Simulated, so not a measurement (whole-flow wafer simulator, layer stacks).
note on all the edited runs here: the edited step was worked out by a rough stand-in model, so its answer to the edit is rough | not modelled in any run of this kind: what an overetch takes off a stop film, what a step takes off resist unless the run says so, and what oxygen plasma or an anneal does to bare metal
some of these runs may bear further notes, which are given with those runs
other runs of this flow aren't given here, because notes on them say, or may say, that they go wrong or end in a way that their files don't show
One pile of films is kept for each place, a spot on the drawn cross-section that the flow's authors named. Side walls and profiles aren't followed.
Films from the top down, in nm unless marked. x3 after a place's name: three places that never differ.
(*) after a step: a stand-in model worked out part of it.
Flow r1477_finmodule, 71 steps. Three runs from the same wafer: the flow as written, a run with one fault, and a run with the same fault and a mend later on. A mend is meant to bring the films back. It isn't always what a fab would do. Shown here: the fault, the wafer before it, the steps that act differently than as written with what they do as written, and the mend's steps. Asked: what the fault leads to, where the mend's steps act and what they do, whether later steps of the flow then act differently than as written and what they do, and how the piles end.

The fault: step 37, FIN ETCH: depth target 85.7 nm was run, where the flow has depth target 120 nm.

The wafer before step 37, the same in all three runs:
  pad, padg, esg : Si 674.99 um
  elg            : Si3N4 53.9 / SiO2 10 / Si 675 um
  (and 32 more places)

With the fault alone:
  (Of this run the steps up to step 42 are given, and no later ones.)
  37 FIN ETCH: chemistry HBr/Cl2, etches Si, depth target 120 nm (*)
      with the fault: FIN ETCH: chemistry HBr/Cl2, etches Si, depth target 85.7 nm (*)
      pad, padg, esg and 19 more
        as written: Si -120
        with the fault: Si -85.7
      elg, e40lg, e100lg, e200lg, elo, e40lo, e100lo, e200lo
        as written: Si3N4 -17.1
        with the fault: Si3N4 -12.2
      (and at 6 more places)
  No later step of the flow up to step 42 acts differently than as written, at any place that is followed, by more than 2% or 0.5 nm, whichever is larger.
  After step 42 the piles differ from the flow's by more than 2% or 0.5 nm, whichever is larger, at elg, e40lg, e100lg and 11 more.
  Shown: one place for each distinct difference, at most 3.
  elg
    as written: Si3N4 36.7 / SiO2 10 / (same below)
    with the fault: Si3N4 41.6 / SiO2 10 / (same below)
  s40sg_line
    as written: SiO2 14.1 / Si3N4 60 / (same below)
    with the fault: SiO2 16.8 / Si3N4 60 / (same below)

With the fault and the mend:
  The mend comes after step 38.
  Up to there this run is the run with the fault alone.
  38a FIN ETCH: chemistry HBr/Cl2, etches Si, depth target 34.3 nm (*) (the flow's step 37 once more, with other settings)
      pad, padg, esg and 19 more
        Si -34.3
      elg, e40lg, e100lg, e200lg, elo, e40lo, e100lo, e200lo
        Si3N4 -4.9
      s40sg_line, s45sg_line, s50sg_line, s40so_line, s45so_line, s50so_line
        SiO2 -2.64
  No later step of the flow acts differently than as written at any place that is followed.
  At the end the piles are the same as the flow's at every place that both follow.
